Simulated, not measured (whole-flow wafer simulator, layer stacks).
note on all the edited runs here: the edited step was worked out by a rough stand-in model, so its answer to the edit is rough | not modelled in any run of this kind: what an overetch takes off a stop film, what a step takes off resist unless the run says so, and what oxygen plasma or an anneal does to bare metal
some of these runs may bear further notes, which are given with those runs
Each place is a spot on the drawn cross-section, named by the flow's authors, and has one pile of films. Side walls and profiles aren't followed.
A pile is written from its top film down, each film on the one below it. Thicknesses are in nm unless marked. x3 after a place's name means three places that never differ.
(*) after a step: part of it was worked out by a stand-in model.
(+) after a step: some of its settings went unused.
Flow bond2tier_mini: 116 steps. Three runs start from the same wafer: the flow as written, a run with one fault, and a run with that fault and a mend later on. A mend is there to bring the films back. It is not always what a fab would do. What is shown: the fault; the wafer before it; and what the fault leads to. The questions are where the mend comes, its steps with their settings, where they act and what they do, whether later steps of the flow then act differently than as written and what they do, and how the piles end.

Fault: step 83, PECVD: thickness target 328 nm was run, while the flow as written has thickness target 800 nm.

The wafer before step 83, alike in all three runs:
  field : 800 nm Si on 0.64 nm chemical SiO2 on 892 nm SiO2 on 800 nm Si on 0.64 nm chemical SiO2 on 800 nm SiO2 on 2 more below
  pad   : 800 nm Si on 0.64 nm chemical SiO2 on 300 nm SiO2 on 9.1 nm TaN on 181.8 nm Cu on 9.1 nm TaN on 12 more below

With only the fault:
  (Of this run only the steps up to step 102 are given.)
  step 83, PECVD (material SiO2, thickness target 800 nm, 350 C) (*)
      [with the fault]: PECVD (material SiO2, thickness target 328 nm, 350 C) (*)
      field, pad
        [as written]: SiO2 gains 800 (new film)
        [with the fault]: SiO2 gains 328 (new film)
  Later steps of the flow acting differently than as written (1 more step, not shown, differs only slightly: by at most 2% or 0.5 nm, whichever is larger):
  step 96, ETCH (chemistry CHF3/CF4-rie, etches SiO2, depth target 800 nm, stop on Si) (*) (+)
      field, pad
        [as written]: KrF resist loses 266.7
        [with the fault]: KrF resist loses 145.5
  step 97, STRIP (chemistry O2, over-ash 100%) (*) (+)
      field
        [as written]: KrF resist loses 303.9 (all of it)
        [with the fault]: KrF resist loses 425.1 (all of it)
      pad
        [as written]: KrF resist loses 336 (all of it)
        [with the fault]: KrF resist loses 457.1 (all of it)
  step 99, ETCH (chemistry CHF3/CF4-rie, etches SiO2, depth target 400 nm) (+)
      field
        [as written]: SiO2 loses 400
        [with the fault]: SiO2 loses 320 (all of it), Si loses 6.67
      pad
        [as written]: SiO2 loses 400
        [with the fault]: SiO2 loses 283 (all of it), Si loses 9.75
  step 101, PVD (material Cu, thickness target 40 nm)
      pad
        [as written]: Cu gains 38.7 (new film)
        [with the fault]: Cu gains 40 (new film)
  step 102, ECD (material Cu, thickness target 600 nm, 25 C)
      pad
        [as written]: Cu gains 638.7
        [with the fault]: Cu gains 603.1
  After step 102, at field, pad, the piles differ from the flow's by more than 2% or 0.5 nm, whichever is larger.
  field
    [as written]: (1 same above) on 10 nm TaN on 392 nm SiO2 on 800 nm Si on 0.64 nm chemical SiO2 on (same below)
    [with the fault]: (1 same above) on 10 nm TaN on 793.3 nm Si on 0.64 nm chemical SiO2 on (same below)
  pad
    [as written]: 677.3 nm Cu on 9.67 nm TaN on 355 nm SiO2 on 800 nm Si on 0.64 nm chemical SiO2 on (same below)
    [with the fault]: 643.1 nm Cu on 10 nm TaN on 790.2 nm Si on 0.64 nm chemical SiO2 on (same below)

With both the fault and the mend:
  After step 83 comes the mend.
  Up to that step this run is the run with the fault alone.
  step 83a, PECVD (material SiO2, thickness target 472 nm, 350 C) (*) (the flow's step 83, run once more with other settings)
      field, pad
        SiO2 gains 472
  Every later step of the flow that is run acts as written at every place that is followed.
  At every place that both follow, the piles at the end match the flow's.
